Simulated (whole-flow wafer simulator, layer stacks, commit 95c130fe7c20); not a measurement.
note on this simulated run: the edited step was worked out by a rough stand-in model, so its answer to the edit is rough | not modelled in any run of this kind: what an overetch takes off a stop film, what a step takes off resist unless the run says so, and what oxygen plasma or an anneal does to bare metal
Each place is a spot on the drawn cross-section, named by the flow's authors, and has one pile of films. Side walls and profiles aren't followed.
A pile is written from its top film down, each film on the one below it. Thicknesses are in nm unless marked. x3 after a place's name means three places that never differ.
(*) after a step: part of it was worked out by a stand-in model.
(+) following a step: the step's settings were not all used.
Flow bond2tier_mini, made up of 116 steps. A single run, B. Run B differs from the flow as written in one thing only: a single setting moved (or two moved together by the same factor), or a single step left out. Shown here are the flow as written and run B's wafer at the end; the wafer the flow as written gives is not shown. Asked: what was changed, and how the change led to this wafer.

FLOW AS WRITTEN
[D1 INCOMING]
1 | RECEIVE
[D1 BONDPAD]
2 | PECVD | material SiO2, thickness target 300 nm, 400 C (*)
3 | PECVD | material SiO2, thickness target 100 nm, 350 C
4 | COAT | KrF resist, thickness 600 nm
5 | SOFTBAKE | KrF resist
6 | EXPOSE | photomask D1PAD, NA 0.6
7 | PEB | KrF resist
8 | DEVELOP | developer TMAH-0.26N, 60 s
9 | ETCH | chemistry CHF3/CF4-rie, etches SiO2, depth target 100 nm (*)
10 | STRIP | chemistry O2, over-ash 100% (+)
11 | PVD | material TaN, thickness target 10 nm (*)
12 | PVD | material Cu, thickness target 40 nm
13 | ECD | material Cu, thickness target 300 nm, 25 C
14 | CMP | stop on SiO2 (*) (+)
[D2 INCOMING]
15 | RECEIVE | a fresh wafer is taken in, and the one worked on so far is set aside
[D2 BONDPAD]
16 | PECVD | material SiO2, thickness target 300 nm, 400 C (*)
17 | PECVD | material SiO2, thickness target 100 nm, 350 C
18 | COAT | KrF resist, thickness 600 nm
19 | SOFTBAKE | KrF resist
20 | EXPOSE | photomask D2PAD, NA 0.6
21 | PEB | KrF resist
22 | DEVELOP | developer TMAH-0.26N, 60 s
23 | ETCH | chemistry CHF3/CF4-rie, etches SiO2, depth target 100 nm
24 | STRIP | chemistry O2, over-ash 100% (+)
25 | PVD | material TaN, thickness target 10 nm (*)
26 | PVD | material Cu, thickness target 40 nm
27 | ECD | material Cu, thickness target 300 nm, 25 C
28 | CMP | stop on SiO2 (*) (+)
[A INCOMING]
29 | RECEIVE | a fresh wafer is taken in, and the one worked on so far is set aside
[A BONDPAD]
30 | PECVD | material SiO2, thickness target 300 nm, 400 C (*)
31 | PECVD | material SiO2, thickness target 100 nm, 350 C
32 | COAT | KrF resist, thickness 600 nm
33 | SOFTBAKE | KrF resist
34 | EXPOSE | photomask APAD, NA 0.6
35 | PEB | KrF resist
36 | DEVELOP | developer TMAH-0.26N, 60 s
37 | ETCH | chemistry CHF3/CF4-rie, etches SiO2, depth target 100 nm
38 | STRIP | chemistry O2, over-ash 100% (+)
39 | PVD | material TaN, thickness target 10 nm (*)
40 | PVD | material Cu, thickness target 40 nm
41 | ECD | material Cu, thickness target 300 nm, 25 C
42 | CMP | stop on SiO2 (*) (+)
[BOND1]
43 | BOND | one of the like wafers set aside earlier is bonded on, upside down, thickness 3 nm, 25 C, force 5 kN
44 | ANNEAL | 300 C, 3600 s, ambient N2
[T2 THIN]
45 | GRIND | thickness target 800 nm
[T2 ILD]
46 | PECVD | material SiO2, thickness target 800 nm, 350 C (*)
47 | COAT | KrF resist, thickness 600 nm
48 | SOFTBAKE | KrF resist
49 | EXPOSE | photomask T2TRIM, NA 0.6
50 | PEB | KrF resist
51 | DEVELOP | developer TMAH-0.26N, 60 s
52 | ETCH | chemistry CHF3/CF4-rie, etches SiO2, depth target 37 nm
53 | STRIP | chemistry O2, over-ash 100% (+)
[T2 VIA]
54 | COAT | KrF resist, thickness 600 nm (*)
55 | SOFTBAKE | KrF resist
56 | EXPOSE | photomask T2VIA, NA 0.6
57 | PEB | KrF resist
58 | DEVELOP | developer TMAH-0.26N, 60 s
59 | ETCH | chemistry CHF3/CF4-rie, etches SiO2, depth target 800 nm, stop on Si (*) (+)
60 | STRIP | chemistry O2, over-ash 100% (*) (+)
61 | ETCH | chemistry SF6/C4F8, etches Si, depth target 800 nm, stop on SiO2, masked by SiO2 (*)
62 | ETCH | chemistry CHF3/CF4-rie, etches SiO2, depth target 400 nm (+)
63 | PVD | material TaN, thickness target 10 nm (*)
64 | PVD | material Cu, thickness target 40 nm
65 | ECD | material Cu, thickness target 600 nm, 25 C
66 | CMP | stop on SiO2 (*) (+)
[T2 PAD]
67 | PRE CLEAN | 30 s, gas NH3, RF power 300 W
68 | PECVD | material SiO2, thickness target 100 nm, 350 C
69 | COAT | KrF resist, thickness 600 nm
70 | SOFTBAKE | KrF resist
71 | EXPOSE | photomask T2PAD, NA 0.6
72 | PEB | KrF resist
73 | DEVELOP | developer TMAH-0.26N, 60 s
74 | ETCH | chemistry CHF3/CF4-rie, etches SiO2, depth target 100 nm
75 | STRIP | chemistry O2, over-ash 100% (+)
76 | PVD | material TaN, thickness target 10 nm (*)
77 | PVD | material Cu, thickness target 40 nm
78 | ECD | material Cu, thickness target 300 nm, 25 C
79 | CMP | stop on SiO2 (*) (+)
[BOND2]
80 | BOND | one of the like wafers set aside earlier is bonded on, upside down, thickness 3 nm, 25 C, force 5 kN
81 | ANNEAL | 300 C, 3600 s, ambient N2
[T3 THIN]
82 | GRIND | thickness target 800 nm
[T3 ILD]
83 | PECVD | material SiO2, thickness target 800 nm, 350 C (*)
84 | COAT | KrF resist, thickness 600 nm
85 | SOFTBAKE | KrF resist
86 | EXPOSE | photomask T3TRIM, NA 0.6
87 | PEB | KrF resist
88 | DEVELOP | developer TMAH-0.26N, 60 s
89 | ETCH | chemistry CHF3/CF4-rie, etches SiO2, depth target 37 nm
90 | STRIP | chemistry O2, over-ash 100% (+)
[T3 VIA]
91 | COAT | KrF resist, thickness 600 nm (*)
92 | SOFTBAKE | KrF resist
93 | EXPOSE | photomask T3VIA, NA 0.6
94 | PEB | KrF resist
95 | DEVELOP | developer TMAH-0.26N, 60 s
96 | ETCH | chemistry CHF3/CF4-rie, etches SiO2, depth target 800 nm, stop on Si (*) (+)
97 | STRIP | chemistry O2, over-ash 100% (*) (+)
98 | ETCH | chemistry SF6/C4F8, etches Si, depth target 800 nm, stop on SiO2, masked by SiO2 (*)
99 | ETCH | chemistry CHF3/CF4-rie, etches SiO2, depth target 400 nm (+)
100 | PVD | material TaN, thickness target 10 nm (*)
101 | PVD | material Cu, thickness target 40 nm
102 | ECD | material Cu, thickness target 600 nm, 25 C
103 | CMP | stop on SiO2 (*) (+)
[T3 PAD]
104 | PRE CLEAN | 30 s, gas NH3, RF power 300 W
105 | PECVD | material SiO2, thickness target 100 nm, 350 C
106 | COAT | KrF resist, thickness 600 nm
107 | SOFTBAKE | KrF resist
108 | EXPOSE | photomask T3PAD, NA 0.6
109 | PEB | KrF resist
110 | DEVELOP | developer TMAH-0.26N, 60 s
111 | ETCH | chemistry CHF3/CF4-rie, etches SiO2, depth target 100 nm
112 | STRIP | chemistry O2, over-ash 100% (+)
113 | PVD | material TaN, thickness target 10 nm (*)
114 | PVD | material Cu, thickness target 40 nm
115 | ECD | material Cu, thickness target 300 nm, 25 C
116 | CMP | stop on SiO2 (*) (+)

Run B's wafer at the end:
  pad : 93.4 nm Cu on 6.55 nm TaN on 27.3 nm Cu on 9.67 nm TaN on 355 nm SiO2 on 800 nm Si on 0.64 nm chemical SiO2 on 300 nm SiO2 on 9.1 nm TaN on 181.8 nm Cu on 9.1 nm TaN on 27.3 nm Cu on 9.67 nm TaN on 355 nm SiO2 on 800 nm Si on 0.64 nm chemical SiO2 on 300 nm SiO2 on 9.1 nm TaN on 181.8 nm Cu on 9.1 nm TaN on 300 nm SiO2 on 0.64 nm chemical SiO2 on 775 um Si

Cause: step 113, PVD: thickness target 7.2 nm was run, whereas the flow has thickness target 10 nm.

The path from the change to this, step by step:
  113 | PVD | material TaN, thickness target 10 nm (*)
      field: +7.2 TaN (new film) (in the flow as written it would be: +10 TaN (new film))
      pad: +6.55 TaN (new film) (in the flow as written it would be: +9.1 TaN (new film))
  116 | CMP | stop on SiO2 (*) (+)
      field: -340 Cu (all of it), -7.2 TaN (all of it) (in the flow as written it would be: -340 Cu (all of it), -10 TaN (all of it))
